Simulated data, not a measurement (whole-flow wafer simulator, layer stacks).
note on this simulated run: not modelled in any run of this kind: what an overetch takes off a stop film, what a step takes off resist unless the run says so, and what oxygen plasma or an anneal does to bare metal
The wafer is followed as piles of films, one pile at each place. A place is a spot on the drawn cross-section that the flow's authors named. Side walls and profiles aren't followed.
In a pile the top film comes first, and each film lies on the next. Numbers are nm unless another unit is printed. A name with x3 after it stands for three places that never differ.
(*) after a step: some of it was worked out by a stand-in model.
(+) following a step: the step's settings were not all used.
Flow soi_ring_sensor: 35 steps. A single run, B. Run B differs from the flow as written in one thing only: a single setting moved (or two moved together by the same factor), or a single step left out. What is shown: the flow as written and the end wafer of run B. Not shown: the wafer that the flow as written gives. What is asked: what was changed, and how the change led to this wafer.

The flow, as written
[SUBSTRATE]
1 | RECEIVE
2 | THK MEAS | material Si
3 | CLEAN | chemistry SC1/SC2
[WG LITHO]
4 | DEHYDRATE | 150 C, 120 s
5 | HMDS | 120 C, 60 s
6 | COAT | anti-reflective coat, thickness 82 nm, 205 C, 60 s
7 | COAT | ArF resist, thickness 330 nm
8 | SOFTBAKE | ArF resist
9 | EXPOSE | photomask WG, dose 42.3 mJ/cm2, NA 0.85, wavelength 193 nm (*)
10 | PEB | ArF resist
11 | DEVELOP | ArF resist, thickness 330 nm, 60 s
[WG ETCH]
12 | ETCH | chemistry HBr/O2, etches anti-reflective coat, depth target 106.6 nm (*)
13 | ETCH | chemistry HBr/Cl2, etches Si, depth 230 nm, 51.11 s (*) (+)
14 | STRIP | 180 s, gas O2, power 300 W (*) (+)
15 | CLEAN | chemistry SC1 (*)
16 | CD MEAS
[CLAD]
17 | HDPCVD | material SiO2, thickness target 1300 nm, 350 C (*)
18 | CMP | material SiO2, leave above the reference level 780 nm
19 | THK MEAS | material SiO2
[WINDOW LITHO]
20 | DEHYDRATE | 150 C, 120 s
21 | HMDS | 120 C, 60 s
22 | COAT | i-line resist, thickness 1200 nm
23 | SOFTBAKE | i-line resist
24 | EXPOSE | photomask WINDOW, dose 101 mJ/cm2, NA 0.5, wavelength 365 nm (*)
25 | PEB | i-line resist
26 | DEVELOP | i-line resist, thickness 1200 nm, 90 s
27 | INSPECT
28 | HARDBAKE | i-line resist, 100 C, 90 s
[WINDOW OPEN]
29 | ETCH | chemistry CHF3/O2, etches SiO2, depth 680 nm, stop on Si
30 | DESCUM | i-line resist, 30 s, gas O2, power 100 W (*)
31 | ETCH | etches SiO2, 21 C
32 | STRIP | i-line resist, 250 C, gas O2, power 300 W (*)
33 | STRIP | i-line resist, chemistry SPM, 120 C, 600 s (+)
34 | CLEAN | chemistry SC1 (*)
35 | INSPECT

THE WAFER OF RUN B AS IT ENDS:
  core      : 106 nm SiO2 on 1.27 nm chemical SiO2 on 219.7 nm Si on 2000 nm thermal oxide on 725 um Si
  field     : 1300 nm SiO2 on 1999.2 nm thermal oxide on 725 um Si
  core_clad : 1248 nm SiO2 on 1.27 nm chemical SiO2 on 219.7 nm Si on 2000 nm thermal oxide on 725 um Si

What caused this: step 18, CMP: leave above the reference level 1248 nm was run, while the flow as written has leave above the reference level 780 nm.
The wafer lets one read it off: core_clad has SiO2 1248, and step 18 as written asks for 780 nm.

Step by step, how the change led to this:
  18 | CMP | material SiO2, leave above the reference level 780 nm
      gap, window, field, gap_clad: nothing (it would be, as written: SiO2 loses 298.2)
      core, core_clad: SiO2 loses 52 (it would be, as written: SiO2 loses 520)
  22 | COAT | i-line resist, thickness 1200 nm
      core, core_clad: i-line resist gains 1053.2 (new film) (it would be, as written: i-line resist gains 1200 (new film))
      gap, gap_clad: i-line resist gains 1224.6 (new film) (it would be, as written: i-line resist gains 1200 (new film))
  23 | SOFTBAKE | i-line resist
      core, core_clad: i-line resist loses 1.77 (it would be, as written: nothing)
      gap, gap_clad: i-line resist loses 2.21 (it would be, as written: nothing)
      (as well as at 1 more place)
  25 | PEB | i-line resist
      core, core_clad: i-line resist loses 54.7 (it would be, as written: i-line resist loses 62.8)
  26 | DEVELOP | i-line resist, thickness 1200 nm, 90 s
      core: i-line resist loses 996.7 (all of it) (it would be, as written: i-line resist loses 1137.2 (all of it))
  31 | ETCH | etches SiO2, 21 C
      core: SiO2 loses 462 (it would be, as written: SiO2 loses 100 (all of it), chemical SiO2 loses 1.27 (all of it))
  32 | STRIP | i-line resist, 250 C, gas O2, power 300 W (*)
      core: nothing (it would be, as written: chemical SiO2 gains 1.23 (new film), Si loses 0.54)
      core_clad: i-line resist loses 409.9 (all of it) (it would be, as written: i-line resist loses 550.1 (all of it))
